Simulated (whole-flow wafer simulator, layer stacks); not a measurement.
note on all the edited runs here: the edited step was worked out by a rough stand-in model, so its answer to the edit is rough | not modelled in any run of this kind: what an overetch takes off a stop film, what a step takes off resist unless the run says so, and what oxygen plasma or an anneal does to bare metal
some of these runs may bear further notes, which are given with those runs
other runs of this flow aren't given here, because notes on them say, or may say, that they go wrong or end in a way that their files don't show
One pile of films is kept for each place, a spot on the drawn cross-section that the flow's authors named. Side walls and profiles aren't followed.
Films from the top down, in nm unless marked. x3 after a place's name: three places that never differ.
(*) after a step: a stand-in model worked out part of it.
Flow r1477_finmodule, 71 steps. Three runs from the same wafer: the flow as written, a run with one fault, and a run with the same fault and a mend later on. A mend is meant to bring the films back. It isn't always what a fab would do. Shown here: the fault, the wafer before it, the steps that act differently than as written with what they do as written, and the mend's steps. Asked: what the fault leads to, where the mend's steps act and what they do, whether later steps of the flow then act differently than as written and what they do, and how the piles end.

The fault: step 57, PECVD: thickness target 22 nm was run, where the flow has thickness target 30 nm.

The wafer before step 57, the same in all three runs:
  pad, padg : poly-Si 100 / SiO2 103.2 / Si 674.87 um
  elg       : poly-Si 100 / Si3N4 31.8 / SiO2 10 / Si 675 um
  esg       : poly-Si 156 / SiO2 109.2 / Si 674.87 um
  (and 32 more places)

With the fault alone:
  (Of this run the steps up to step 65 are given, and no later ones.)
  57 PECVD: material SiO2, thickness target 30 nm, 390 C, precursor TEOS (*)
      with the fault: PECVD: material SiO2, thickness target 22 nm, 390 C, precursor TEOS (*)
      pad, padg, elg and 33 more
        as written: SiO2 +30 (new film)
        with the fault: SiO2 +22 (new film)
  No later step of the flow up to step 65 acts differently than as written, at any place that is followed, by more than 2% or 0.5 nm, whichever is larger.
  After step 65 the piles differ from the flow's by more than 2% or 0.5 nm, whichever is larger, at pad, padg, elg and 33 more.
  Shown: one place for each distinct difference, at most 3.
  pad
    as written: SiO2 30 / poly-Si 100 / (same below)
    with the fault: SiO2 22 / poly-Si 100 / (same below)
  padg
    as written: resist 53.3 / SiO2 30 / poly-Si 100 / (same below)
    with the fault: resist 53.3 / SiO2 22 / poly-Si 100 / (same below)
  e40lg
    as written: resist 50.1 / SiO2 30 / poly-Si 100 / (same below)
    with the fault: resist 50.1 / SiO2 22 / poly-Si 100 / (same below)

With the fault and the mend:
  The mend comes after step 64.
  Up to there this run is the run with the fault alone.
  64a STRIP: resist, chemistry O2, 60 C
      padg, elg, esg
        resist -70 (all of it)
      e40lg, e100lg, e200lg
        resist -66.9 (all of it)
      s40sg, s45sg
        resist -91 (all of it)
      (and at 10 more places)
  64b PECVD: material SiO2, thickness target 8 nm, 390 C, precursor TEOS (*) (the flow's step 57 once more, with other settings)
      pad, padg, elg and 33 more
        SiO2 +8
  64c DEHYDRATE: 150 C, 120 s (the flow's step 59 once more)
      changes no film at any place that is followed
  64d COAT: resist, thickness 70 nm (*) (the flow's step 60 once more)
      e40lg, e100lg, e200lg, elo, e40lo, e100lo, e200lo
        resist +66.9 (new film)
      pad, padg, elg, esg
        resist +70 (new film)
      s40sg, s45sg, s40so, s45so
        resist +91 (new film)
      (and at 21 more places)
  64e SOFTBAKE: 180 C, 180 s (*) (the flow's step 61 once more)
      changes no film at any place that is followed
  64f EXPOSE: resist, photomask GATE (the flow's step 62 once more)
      changes no film at any place that is followed
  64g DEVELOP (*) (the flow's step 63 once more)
      elo, e40lo, e100lo, e200lo
        resist -66.9 (all of it)
      eso, e40so
        resist -129.5 (all of it)
      s40so, s45so
        resist -91 (all of it)
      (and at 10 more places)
  No later step of the flow acts differently than as written at any place that is followed.
  At the end the piles are the same as the flow's at every place that both follow.
